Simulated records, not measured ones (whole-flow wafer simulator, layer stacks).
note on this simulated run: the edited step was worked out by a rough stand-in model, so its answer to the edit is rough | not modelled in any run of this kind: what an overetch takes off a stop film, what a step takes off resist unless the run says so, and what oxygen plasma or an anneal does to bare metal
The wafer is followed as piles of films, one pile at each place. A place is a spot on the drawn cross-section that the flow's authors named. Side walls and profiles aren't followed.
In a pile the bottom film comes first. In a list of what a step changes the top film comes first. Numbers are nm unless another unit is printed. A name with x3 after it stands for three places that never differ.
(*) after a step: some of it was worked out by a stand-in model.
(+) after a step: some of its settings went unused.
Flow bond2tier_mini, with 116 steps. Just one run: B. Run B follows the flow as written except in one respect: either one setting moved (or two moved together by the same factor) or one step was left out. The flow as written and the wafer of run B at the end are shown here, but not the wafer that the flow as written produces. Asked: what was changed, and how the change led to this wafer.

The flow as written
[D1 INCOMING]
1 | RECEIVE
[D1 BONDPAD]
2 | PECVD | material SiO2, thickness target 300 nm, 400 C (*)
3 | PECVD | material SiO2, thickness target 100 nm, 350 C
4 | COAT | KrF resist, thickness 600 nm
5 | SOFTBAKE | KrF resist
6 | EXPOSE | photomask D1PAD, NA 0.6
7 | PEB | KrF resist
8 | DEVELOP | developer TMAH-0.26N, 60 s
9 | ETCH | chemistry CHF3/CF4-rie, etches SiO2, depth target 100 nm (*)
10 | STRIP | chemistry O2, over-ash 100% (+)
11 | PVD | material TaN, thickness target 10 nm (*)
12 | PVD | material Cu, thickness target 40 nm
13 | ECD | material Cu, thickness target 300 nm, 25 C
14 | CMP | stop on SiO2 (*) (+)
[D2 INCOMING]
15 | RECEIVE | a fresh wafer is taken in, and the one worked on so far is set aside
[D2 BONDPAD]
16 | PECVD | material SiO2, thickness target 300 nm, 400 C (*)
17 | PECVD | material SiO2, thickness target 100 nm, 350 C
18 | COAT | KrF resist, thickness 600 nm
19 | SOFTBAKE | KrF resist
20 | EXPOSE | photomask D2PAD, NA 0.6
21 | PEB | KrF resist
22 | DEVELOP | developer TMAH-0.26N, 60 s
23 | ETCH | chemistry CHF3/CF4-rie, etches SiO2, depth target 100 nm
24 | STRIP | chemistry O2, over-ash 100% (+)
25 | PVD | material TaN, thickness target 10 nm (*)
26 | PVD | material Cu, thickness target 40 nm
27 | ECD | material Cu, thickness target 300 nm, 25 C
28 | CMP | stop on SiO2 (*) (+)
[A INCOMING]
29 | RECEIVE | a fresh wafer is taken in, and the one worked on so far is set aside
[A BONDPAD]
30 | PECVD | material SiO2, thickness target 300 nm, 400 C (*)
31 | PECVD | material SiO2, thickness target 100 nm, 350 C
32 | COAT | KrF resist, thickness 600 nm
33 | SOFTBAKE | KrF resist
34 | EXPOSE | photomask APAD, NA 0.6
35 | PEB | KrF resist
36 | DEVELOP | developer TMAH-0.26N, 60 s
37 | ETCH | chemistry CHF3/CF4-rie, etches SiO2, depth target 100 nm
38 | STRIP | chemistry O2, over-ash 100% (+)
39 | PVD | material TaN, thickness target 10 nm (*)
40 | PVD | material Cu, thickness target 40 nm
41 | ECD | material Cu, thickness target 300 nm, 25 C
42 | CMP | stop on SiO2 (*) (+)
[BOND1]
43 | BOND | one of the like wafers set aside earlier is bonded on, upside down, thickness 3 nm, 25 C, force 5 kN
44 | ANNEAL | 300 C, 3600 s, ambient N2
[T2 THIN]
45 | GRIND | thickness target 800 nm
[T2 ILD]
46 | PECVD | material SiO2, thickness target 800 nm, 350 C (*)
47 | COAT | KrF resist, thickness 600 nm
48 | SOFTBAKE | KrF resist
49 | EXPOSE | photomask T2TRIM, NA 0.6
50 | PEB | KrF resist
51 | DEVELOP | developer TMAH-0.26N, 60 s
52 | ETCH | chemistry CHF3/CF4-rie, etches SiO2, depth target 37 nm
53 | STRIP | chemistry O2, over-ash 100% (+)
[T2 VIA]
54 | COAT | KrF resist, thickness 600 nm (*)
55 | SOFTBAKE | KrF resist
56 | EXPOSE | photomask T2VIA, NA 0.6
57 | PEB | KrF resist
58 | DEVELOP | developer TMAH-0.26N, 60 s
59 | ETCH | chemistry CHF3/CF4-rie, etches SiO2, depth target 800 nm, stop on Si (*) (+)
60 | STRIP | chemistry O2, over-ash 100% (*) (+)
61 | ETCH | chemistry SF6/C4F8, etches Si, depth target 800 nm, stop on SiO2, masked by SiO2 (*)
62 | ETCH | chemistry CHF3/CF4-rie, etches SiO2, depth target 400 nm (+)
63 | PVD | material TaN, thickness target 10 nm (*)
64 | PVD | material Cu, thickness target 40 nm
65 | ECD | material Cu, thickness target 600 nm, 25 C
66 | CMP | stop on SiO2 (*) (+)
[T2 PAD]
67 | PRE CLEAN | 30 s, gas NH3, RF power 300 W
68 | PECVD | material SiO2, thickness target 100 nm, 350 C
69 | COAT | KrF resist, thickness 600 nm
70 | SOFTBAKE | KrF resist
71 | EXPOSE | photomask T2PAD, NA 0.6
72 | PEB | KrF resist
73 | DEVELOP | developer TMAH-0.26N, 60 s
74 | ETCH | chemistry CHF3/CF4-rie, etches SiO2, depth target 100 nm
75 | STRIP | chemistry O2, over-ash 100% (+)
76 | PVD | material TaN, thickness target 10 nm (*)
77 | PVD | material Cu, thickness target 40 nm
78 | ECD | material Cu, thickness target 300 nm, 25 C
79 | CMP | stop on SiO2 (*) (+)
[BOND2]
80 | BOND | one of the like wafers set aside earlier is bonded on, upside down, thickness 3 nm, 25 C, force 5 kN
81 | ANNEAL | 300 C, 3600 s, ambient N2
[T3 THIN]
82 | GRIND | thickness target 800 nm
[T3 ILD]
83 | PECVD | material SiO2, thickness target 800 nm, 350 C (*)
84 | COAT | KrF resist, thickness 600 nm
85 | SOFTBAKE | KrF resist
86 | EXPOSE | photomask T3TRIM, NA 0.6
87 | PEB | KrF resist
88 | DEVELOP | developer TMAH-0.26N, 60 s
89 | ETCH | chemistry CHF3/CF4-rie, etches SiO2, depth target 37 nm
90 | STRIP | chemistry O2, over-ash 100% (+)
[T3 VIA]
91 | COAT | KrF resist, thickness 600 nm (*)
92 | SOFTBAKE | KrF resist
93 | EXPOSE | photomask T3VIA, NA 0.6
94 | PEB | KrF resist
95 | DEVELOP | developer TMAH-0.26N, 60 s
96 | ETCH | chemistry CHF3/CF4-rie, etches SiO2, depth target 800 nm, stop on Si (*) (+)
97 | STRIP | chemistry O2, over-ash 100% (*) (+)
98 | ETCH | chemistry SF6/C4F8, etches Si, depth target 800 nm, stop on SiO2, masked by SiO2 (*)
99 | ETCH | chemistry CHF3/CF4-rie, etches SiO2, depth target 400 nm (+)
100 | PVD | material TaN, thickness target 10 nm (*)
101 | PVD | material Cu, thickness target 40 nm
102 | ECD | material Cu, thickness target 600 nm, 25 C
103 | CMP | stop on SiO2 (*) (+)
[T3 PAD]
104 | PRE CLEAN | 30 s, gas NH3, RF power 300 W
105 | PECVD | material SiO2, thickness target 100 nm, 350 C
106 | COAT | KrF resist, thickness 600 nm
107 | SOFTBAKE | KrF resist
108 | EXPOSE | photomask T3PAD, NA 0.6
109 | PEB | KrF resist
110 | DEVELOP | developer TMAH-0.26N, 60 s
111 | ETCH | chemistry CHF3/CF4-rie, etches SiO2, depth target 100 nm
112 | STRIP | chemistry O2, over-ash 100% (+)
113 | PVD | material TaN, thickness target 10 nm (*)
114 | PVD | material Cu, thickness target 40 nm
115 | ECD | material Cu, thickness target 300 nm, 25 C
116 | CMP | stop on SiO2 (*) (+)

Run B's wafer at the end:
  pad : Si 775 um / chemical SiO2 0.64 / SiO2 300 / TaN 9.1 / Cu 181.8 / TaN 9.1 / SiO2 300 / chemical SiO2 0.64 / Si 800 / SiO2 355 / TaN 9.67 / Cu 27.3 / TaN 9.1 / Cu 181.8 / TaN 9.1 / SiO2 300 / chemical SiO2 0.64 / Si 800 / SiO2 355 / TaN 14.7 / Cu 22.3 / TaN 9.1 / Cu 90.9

The reason: step 100, PVD: thickness target 15.2 nm was run, though the flow has thickness target 10 nm.

How this came from the change, step by step:
  100 | PVD | material TaN, thickness target 10 nm (*)
      field: TaN gains 15.2 (new film) (in the flow as written it would be: TaN gains 10 (new film))
      pad: TaN gains 14.7 (new film) (in the flow as written it would be: TaN gains 9.67 (new film))
  103 | CMP | stop on SiO2 (*) (+)
      field: Cu loses 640 (all of it), TaN loses 15.2 (all of it) (in the flow as written it would be: Cu loses 640 (all of it), TaN loses 10 (all of it))
